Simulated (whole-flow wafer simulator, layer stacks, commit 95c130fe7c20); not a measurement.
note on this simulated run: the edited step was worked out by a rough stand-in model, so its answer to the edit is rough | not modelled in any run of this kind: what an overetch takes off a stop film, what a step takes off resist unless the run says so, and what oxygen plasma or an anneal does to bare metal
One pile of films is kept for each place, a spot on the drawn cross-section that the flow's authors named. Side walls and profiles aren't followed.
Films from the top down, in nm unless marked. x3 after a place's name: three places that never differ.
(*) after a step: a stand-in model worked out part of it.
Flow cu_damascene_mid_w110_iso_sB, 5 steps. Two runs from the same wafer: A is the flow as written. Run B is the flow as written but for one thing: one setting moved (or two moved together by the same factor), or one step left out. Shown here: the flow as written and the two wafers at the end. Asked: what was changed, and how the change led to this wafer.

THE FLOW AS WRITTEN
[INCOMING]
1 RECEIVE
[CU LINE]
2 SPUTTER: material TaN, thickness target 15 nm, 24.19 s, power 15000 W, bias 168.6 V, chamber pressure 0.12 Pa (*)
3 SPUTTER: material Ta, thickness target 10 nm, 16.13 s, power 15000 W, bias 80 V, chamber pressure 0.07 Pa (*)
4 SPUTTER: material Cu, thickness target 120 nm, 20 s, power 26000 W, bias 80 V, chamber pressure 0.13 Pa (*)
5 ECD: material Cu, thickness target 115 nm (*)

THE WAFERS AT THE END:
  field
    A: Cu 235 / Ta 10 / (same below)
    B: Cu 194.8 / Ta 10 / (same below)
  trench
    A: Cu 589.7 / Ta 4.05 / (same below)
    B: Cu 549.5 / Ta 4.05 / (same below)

The cause: step 5, ECD: thickness target 74.8 nm was run, where the flow has thickness target 115 nm.

How the change led to this, step by step:
  5 ECD: material Cu, thickness target 115 nm (*)
      field: A Cu +115 | B Cu +74.8
      trench: A Cu +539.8 | B Cu +499.6
